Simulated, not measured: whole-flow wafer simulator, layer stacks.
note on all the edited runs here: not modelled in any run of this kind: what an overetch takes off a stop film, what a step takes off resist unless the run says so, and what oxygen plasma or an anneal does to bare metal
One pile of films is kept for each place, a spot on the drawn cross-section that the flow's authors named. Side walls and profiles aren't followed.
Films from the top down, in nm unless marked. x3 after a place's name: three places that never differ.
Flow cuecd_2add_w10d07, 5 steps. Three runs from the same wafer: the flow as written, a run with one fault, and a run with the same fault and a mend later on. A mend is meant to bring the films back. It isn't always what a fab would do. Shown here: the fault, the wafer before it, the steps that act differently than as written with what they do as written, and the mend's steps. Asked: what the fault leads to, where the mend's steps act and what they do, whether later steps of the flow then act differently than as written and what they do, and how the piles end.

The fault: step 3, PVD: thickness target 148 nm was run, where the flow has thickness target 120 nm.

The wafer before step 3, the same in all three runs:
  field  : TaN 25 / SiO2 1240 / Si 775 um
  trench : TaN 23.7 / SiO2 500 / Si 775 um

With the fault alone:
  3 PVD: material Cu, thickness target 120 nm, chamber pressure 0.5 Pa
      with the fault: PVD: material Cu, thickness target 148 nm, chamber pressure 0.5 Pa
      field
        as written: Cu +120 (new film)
        with the fault: Cu +148 (new film)
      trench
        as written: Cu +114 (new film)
        with the fault: Cu +140.7 (new film)
  No later step of the flow acts differently than as written at any place that is followed.
  At the end the piles differ from the flow's by more than 2% or 0.5 nm, whichever is larger, at field, trench.
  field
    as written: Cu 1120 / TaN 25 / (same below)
    with the fault: Cu 1148 / TaN 25 / (same below)
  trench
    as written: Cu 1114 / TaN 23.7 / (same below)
    with the fault: Cu 1140.7 / TaN 23.7 / (same below)

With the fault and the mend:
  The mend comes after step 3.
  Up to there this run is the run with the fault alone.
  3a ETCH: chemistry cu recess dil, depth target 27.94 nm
      field, trench
        Cu -27.9
  No later step of the flow acts differently than as written at any place that is followed.
  At the end the piles differ from the flow's only slightly at the places that both follow, by at most 2% or 0.5 nm, whichever is larger.
